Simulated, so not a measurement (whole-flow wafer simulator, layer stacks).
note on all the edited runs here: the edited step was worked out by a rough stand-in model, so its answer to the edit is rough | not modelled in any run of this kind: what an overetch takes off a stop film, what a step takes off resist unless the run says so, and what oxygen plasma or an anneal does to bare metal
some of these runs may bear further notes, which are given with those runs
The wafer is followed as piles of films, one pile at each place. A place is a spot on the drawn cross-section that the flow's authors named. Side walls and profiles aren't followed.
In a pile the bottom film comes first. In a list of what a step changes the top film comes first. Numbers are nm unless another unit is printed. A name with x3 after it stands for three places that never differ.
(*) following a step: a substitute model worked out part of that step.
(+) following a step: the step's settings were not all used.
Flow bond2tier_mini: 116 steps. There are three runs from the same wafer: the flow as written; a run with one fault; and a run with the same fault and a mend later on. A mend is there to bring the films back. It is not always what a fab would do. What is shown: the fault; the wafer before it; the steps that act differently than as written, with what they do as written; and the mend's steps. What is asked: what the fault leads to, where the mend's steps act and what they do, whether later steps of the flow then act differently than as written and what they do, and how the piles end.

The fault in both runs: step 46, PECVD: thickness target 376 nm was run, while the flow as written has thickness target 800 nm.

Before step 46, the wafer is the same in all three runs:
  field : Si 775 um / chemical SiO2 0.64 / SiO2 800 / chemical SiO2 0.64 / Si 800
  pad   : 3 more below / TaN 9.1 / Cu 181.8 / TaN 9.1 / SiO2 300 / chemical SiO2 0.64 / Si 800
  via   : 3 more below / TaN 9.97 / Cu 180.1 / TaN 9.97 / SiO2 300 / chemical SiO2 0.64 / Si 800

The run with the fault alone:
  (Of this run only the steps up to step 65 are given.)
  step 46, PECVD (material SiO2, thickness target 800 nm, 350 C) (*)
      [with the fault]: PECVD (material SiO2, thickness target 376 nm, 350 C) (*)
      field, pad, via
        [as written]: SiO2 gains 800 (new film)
        [with the fault]: SiO2 gains 376 (new film)
  Later steps of the flow acting differently than as written (not shown: 1 more step that differs only slightly, by at most 2% or 0.5 nm, whichever is larger):
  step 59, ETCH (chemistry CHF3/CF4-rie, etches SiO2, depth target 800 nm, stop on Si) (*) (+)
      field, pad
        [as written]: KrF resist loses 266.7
        [with the fault]: KrF resist loses 169.5
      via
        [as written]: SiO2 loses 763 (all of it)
        [with the fault]: SiO2 loses 339 (all of it)
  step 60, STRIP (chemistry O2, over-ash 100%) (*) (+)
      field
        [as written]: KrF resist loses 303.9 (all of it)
        [with the fault]: KrF resist loses 401.1 (all of it)
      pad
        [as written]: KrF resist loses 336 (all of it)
        [with the fault]: KrF resist loses 433.1 (all of it)
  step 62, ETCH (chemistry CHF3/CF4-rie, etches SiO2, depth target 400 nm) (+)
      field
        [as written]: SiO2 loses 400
        [with the fault]: SiO2 loses 368 (all of it), Si loses 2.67
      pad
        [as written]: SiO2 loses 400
        [with the fault]: SiO2 loses 331 (all of it), Si loses 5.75
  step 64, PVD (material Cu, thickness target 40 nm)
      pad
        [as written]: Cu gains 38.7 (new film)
        [with the fault]: Cu gains 40 (new film)
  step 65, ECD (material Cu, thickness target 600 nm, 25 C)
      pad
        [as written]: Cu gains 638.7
        [with the fault]: Cu gains 603.1
  The piles after step 65 differ from the flow's at field, pad by more than 2% or 0.5 nm, whichever is larger.
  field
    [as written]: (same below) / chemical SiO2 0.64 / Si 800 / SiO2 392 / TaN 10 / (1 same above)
    [with the fault]: (same below) / chemical SiO2 0.64 / Si 797.3 / TaN 10 / (1 same above)
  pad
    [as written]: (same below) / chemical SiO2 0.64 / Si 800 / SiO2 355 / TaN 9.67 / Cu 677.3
    [with the fault]: (same below) / chemical SiO2 0.64 / Si 794.2 / TaN 10 / Cu 643.1

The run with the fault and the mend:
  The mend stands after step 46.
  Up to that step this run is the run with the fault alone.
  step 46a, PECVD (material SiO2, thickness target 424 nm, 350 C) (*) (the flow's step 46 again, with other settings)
      field, pad, via
        SiO2 gains 424
  Later steps of the flow that are run all act as written at every place that is followed.
  At every place that both follow, the piles at the end match the flow's.
